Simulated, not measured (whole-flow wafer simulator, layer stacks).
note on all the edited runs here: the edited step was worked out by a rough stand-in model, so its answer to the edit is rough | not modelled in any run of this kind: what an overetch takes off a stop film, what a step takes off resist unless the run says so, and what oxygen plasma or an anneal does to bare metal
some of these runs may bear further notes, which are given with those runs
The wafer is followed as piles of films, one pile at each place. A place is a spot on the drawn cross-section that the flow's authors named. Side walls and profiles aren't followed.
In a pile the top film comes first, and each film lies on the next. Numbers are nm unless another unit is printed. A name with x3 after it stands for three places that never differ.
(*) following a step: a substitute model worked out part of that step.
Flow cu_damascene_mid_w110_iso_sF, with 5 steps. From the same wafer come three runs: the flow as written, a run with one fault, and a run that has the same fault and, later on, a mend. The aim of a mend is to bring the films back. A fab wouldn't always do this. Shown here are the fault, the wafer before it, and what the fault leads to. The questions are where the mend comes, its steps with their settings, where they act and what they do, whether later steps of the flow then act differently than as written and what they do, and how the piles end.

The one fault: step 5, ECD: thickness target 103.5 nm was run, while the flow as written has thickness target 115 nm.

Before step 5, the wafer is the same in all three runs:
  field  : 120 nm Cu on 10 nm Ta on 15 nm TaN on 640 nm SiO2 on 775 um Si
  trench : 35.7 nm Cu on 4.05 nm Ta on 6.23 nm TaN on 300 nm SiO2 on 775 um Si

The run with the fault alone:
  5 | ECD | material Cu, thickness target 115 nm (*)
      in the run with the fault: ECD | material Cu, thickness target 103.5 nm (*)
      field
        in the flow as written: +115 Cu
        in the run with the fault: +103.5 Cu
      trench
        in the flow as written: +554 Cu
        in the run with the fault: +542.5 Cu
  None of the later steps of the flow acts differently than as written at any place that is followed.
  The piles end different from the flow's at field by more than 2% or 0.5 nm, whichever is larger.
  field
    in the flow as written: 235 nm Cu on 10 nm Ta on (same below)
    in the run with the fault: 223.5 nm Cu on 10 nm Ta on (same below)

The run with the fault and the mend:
  The mend follows step 5.
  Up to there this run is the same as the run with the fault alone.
  5a | ECD | material Cu, thickness target 11.5 nm (a further turn of the flow's step 5, with different settings)
      field, trench
        +11.5 Cu
  None of the later steps of the flow acts differently than as written at any place that is followed.
  The piles end the same as the flow's at every place that both follow.
